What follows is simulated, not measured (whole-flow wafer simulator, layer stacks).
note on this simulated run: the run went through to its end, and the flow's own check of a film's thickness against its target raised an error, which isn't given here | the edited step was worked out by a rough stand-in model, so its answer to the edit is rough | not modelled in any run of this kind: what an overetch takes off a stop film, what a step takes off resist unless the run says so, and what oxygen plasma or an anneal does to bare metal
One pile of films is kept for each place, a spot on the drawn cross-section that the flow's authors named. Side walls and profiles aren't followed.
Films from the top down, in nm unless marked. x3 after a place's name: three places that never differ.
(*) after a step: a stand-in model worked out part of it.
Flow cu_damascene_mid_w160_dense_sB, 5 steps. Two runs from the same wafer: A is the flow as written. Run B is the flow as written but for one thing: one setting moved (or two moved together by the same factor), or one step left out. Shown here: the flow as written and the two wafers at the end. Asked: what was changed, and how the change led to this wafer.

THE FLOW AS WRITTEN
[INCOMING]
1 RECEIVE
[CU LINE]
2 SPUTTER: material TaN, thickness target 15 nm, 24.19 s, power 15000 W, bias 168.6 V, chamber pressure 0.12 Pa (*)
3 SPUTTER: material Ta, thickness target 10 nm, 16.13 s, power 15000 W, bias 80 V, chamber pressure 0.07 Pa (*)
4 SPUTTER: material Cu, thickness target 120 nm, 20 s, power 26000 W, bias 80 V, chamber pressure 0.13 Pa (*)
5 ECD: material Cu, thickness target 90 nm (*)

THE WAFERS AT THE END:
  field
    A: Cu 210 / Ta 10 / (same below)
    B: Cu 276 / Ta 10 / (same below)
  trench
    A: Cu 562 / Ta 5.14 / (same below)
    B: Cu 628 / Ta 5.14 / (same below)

The cause: step 4, SPUTTER: thickness target 186 nm was run, where the flow has thickness target 120 nm; step 4, SPUTTER: 31 s was run, where the flow has 20 s.

How the change led to this, step by step:
  4 SPUTTER: material Cu, thickness target 120 nm, 20 s, power 26000 W, bias 80 V, chamber pressure 0.13 Pa (*)
      field: A Cu +120 (new film) | B Cu +186 (new film)
      trench: A Cu +62 (new film) | B Cu +96.1 (new film)
  5 ECD: material Cu, thickness target 90 nm (*)
      trench: A Cu +500 | B Cu +531.9
